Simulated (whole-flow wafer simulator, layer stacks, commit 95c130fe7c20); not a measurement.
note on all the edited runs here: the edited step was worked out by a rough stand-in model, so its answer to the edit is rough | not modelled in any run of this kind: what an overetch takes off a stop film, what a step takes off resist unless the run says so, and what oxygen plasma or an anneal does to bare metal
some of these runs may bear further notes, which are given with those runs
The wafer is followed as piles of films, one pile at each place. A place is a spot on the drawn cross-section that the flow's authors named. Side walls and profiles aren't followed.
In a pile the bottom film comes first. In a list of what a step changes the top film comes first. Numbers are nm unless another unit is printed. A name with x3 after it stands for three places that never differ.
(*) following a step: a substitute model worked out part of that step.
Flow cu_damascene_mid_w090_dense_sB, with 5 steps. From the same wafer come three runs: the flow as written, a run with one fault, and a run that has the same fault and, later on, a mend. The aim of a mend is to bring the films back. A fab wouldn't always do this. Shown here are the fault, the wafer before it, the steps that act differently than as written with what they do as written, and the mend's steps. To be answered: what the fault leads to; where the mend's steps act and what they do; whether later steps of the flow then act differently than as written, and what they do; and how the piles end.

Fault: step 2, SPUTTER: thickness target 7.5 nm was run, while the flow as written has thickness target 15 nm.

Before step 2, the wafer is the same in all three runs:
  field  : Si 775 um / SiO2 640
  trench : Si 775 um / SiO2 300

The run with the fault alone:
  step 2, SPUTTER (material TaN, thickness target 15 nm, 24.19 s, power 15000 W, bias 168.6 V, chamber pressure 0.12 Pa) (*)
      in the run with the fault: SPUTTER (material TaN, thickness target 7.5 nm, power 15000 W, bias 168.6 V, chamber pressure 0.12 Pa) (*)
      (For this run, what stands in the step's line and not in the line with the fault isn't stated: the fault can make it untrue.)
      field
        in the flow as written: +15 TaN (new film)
        in the run with the fault: +7.5 TaN (new film)
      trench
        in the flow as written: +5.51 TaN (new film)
        in the run with the fault: +2.76 TaN (new film)
  Later steps of the flow acting differently than as written (not shown: 2 more steps that differ only slightly, by at most 2% or 0.5 nm, whichever is larger):
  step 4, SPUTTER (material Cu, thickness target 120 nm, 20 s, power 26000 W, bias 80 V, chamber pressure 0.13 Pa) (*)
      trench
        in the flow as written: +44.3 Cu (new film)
        in the run with the fault: +45.5 Cu (new film)
  The piles end different from the flow's at field, trench by more than 2% or 0.5 nm, whichever is larger.
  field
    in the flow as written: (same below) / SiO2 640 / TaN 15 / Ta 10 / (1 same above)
    in the run with the fault: (same below) / SiO2 640 / TaN 7.5 / Ta 10 / (1 same above)
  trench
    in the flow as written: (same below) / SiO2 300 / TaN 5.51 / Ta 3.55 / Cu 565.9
    in the run with the fault: (same below) / SiO2 300 / TaN 2.76 / Ta 3.66 / Cu 561.1

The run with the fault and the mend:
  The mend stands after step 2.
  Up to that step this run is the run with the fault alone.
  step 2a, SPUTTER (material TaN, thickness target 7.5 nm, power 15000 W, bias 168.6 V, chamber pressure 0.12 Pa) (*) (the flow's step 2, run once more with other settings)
      field
        +7.5 TaN
      trench
        +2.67 TaN
  None of the later steps of the flow differs from how it acts as written, at any place that is followed, by more than 2% or 0.5 nm, whichever is larger.
  At the end the piles are close to the flow's at the places that both follow, differing by at most 2% or 0.5 nm, whichever is larger.
